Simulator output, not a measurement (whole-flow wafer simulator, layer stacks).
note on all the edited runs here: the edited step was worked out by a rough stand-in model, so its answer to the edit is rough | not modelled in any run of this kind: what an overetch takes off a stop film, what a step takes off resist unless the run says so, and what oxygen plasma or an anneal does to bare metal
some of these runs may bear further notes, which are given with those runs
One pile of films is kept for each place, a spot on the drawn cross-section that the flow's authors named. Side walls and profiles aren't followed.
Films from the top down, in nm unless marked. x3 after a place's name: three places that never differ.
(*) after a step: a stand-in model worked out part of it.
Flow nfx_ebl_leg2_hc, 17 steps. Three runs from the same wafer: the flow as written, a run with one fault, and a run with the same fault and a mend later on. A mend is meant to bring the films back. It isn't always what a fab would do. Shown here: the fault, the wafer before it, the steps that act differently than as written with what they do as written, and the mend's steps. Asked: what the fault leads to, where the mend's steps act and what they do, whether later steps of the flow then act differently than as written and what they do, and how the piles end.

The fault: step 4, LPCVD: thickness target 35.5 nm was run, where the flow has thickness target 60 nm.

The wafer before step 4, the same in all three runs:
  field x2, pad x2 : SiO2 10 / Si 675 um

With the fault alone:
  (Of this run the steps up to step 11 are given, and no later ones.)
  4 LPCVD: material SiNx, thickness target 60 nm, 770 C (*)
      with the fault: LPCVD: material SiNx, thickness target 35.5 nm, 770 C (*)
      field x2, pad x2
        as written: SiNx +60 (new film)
        with the fault: SiNx +35.5 (new film)
  No later step of the flow up to step 11 acts differently than as written at any place that is followed.
  After step 11 the piles differ from the flow's by more than 2% or 0.5 nm, whichever is larger, at field x2, pad x2.
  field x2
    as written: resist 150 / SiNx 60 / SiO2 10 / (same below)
    with the fault: resist 150 / SiNx 35.5 / SiO2 10 / (same below)
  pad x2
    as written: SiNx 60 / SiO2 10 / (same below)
    with the fault: SiNx 35.5 / SiO2 10 / (same below)

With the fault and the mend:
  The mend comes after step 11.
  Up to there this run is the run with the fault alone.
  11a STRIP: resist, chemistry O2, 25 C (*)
      field x2
        resist -150 (all of it)
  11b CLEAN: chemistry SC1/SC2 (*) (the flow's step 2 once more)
      changes no film at any place that is followed
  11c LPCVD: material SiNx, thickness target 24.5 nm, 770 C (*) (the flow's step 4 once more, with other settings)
      field x2, pad x2
        SiNx +24.5
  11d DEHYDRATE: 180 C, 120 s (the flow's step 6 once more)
      changes no film at any place that is followed
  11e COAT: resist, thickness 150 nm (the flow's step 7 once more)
      field x2, pad x2
        resist +150 (new film)
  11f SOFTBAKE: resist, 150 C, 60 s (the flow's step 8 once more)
      changes no film at any place that is followed
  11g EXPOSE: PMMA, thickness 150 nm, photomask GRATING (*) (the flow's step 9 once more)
      changes no film at any place that is followed
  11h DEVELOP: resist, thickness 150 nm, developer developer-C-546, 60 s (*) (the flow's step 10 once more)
      pad x2
        resist -150 (all of it)
  No later step of the flow acts differently than as written at any place that is followed.
  At the end the piles are the same as the flow's at every place that both follow.
